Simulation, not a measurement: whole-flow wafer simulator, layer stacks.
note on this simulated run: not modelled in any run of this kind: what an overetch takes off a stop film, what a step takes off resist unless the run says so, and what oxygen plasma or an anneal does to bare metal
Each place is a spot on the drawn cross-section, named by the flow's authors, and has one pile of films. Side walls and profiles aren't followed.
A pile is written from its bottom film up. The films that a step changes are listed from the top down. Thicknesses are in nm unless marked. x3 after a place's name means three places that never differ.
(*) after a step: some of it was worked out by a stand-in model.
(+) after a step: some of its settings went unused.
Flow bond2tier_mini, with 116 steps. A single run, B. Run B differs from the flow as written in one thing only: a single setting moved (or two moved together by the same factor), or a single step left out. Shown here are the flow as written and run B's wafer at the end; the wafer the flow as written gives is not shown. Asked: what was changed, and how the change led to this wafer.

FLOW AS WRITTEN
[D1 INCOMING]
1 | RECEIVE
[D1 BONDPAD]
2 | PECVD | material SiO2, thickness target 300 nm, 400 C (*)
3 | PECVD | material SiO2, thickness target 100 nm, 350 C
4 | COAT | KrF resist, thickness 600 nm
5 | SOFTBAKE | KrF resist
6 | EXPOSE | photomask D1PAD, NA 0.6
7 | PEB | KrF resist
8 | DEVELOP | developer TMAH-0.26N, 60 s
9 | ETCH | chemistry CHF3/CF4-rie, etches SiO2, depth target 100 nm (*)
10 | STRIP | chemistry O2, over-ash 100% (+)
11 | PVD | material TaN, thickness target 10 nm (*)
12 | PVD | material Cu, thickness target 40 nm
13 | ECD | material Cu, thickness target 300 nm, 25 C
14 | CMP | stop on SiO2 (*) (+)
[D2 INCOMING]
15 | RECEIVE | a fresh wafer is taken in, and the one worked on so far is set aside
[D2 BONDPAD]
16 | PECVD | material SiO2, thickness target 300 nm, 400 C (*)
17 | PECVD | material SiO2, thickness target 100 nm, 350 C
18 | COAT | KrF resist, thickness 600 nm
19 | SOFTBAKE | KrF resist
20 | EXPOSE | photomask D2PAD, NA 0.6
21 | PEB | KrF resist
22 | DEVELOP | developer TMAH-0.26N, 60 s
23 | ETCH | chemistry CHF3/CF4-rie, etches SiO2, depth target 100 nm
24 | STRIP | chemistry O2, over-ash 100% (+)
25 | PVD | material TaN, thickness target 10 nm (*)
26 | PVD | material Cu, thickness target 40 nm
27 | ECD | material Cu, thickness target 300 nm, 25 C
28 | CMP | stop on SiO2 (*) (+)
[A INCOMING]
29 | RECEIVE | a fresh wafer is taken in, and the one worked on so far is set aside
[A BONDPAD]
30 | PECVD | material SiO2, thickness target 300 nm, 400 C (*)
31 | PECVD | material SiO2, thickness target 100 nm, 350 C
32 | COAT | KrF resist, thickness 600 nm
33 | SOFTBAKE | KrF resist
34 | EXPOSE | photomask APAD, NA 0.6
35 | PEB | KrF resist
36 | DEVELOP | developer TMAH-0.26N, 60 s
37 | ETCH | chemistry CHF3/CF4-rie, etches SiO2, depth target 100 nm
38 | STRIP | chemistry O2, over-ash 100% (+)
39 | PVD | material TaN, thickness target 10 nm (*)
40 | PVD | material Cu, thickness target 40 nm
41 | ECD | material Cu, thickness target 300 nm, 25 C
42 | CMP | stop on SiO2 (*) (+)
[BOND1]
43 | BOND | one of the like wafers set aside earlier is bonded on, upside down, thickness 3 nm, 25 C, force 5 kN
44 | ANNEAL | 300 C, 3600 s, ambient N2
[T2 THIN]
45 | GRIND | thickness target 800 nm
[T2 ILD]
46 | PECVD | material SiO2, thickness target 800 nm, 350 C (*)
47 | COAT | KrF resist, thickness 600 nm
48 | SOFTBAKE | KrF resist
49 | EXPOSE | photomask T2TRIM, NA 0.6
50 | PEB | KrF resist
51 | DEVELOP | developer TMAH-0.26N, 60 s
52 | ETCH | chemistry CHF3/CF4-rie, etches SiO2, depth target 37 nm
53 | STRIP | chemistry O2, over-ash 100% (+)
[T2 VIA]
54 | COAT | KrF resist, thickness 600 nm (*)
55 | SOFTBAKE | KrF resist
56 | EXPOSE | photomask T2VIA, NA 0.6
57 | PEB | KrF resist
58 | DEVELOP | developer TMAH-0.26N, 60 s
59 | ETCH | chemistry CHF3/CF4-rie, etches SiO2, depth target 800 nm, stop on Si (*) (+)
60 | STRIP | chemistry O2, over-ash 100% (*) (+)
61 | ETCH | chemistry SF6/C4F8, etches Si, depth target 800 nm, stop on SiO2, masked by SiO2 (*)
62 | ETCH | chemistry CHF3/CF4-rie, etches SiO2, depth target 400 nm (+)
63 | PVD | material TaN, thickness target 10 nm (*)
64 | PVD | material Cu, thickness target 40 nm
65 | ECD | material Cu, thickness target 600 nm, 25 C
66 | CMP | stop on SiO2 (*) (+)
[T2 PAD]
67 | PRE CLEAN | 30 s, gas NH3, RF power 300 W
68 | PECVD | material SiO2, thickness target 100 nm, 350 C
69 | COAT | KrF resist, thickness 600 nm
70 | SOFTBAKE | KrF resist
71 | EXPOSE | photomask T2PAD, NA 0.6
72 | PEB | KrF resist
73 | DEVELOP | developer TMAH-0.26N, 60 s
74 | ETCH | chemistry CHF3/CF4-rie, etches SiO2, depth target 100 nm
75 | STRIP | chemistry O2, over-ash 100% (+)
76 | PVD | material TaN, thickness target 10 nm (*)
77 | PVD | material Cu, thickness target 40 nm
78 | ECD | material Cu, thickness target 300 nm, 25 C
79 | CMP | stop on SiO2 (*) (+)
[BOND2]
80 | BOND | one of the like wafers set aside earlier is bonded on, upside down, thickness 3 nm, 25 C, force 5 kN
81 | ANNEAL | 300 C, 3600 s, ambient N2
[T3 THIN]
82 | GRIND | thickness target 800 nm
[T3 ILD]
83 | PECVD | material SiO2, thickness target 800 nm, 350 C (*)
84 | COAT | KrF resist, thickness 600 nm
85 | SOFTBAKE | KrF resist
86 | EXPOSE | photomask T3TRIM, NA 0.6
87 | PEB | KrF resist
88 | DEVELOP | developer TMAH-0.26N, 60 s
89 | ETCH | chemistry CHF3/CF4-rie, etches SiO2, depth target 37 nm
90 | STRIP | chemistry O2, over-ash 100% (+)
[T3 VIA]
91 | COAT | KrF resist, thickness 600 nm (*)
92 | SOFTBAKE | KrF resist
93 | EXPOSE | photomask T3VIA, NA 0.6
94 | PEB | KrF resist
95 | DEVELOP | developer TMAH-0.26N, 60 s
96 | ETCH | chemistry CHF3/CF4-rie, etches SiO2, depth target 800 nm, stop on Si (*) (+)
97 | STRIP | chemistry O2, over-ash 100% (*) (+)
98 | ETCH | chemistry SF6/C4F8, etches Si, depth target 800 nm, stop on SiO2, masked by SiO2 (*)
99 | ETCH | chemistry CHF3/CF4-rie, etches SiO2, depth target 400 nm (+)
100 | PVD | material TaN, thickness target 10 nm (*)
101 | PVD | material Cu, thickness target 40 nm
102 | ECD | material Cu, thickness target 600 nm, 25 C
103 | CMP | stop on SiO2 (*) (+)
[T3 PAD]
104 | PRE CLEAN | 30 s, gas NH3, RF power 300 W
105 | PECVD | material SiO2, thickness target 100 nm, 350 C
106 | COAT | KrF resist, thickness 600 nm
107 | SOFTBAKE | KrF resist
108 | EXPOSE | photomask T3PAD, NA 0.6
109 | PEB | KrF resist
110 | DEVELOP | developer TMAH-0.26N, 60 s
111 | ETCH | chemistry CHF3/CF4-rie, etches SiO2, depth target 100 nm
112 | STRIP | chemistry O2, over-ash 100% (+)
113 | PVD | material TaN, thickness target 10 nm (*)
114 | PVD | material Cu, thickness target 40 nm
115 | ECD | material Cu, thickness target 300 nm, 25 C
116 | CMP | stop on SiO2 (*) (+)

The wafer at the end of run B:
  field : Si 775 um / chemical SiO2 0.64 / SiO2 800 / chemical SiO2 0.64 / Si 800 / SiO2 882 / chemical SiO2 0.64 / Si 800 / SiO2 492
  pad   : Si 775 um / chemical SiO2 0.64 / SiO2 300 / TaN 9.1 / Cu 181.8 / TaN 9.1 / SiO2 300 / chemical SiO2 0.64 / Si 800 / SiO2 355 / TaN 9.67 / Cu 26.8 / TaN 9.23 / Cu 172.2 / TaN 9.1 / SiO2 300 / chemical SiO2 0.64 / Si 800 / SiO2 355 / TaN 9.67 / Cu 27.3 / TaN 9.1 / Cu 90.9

The reason: step 68, PECVD: thickness target 90 nm was run, while the flow as written has thickness target 100 nm.

The path from the change to this, step by step:
  68 | PECVD | material SiO2, thickness target 100 nm, 350 C
      field: +90 SiO2 (it would be, as written: +100 SiO2)
      pad: +90 SiO2 (new film) (it would be, as written: +100 SiO2 (new film))
  74 | ETCH | chemistry CHF3/CF4-rie, etches SiO2, depth target 100 nm
      pad: -90 SiO2 (all of it), -0.5 Cu (it would be, as written: -100 SiO2 (all of it))
  78 | ECD | material Cu, thickness target 300 nm, 25 C
      pad: +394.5 Cu (it would be, as written: +404.5 Cu)
